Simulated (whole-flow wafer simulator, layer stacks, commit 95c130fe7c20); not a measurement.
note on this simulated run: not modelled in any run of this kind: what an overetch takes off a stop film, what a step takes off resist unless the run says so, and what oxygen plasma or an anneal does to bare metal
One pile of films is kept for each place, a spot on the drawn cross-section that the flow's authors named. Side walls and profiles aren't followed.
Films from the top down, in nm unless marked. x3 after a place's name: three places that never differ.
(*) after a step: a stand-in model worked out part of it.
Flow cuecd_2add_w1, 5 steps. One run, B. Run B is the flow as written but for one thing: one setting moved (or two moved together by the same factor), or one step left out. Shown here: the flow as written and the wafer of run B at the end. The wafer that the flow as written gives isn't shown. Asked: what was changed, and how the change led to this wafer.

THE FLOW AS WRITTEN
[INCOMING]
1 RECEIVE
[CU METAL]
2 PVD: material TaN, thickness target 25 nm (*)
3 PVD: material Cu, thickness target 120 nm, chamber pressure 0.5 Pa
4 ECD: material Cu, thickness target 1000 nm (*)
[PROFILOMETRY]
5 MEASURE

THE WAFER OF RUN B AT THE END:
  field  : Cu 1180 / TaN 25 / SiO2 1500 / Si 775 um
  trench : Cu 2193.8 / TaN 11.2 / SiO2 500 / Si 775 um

The cause: step 3, PVD: thickness target 180 nm was run, where the flow has thickness target 120 nm.

How the change led to this, step by step:
  3 PVD: material Cu, thickness target 120 nm, chamber pressure 0.5 Pa
      field: Cu +180 (new film) (as written it would be: Cu +120 (new film))
      trench: Cu +78.9 (new film) (as written it would be: Cu +53.6 (new film))
